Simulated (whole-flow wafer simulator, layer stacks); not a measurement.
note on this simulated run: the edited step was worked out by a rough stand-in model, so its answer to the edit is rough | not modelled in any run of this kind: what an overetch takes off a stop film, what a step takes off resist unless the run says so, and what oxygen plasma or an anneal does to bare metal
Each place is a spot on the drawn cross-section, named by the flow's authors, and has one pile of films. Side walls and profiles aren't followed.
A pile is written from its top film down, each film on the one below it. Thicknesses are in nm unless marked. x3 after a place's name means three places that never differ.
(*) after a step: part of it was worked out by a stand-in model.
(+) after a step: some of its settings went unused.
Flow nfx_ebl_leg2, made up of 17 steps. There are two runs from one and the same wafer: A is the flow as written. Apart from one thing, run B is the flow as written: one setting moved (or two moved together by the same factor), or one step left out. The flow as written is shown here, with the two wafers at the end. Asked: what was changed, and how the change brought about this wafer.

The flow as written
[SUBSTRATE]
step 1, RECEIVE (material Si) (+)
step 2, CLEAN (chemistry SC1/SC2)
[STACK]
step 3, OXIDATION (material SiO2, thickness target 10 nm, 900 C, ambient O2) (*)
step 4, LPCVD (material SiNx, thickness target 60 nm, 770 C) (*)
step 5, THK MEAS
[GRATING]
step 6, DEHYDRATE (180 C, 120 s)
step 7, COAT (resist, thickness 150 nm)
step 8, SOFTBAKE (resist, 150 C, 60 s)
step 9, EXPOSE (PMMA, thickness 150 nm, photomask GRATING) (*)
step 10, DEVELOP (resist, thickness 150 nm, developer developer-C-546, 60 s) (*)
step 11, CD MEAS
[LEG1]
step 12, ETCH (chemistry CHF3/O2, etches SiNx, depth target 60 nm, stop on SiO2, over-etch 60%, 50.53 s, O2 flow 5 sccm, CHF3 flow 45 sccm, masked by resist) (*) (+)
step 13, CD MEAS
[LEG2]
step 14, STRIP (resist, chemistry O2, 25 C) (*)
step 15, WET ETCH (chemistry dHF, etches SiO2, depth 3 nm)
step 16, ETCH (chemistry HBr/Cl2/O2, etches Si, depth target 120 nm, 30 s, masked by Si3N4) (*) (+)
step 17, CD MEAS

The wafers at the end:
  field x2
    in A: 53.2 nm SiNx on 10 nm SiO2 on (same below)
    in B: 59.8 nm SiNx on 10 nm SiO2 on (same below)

What caused this: step 4, LPCVD: thickness target 66.6 nm was run, whereas the flow has thickness target 60 nm.

Step by step, how the change led to this:
  step 4, LPCVD (material SiNx, thickness target 60 nm, 770 C) (*)
      field x2, pad x2: A +60 SiNx (new film) | B +66.6 SiNx (new film)
  step 12, ETCH (chemistry CHF3/O2, etches SiNx, depth target 60 nm, stop on SiO2, over-etch 60%, 50.53 s, O2 flow 5 sccm, CHF3 flow 45 sccm, masked by resist) (*) (+)
      pad x2: A -60 SiNx (all of it), -10 SiO2 (all of it) | B -66.6 SiNx (all of it), -10 SiO2 (all of it)
